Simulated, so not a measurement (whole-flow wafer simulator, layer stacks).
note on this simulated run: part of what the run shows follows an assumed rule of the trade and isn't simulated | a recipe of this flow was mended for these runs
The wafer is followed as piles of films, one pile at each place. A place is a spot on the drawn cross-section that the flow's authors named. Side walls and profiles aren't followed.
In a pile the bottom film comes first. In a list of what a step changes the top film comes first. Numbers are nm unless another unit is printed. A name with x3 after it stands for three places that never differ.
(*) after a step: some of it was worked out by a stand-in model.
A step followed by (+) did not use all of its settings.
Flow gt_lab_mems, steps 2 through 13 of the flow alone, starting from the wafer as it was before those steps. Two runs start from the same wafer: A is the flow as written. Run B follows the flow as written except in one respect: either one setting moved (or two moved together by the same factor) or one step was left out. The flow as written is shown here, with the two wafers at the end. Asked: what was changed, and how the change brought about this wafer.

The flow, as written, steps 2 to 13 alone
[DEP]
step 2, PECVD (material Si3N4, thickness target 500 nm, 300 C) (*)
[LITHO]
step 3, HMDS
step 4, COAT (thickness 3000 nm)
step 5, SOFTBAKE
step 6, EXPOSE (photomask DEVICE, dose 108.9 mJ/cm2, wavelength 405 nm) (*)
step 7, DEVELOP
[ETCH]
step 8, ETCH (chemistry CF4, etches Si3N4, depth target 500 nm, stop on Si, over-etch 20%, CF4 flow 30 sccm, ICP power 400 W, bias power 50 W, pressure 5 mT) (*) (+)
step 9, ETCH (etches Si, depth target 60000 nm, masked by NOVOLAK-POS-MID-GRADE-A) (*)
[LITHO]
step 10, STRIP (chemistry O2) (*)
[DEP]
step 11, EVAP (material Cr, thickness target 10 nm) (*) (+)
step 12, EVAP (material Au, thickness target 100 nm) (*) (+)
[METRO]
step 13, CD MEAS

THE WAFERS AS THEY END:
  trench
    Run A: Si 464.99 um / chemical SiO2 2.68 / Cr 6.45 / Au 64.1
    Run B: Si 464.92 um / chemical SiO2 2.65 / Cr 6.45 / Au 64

The reason: step 8, ETCH: depth target 620 nm was run, whereas the flow has depth target 500 nm.

The path from the change to this, step by step:
  step 8, ETCH (chemistry CF4, etches Si3N4, depth target 500 nm, stop on Si, over-etch 20%, CF4 flow 30 sccm, ICP power 400 W, bias power 50 W, pressure 5 mT) (*) (+)
      field: A g/i-line-resist loses 400 | B g/i-line-resist loses 496
      trench: A Si3N4 loses 500 (all of it), chemical SiO2 loses 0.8 (all of it), Si loses 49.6 | B Si3N4 loses 500 (all of it), chemical SiO2 loses 0.8 (all of it), Si loses 121.6
  step 10, STRIP (chemistry O2) (*)
      field: A g/i-line-resist loses 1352 (all of it) | B g/i-line-resist loses 1256 (all of it)
